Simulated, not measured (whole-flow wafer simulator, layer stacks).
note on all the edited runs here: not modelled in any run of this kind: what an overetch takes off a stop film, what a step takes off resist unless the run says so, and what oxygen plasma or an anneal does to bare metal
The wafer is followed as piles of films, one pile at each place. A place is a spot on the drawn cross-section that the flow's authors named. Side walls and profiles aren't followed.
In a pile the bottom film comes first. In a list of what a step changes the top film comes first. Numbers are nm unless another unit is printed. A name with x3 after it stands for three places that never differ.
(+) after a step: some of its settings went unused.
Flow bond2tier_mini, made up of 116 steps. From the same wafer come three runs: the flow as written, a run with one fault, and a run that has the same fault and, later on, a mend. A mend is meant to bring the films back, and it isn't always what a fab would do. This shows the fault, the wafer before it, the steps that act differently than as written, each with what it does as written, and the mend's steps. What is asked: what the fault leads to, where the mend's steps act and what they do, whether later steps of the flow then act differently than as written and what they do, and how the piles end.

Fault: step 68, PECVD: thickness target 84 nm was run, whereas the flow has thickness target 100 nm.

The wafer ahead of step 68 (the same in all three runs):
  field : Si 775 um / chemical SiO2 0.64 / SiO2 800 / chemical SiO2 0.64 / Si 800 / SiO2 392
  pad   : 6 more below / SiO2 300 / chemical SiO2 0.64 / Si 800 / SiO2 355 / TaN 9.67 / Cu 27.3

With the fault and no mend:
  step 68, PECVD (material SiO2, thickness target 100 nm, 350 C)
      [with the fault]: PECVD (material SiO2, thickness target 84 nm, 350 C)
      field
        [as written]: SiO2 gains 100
        [with the fault]: SiO2 gains 84
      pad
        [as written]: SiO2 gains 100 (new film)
        [with the fault]: SiO2 gains 84 (new film)
  Steps further on in the flow that do not act as written (not shown: 2 more steps that differ only slightly, by at most 2% or 0.5 nm, whichever is larger):
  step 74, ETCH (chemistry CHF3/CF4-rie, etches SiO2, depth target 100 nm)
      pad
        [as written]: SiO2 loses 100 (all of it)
        [with the fault]: SiO2 loses 84 (all of it), Cu loses 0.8
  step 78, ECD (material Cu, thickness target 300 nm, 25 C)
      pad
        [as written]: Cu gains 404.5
        [with the fault]: Cu gains 388.6
  At pad, the piles at the end differ from the flow's by more than 2% or 0.5 nm, whichever is larger.
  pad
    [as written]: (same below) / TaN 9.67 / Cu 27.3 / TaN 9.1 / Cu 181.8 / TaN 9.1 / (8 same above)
    [with the fault]: (same below) / TaN 9.67 / Cu 26.5 / TaN 9.28 / Cu 166.4 / TaN 9.1 / (8 same above)

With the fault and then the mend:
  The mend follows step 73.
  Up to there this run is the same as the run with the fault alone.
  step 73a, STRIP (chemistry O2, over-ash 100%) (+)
      field
        KrF resist loses 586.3 (all of it)
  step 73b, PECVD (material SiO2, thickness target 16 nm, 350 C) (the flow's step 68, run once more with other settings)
      field, pad
        SiO2 gains 16
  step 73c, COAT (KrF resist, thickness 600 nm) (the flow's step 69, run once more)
      field, pad
        KrF resist gains 600 (new film)
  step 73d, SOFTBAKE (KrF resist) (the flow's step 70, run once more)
      alters no film at any place that is followed
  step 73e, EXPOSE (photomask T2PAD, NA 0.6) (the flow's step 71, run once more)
      alters no film at any place that is followed
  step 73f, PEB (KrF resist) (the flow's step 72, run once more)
      alters no film at any place that is followed
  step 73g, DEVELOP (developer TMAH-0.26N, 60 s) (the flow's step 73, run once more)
      field
        KrF resist loses 13.7
      pad
        KrF resist loses 600 (all of it)
  Later steps of the flow that are run all act as written at every place that is followed.
  By the end, the piles equal the flow's at every place that both follow.
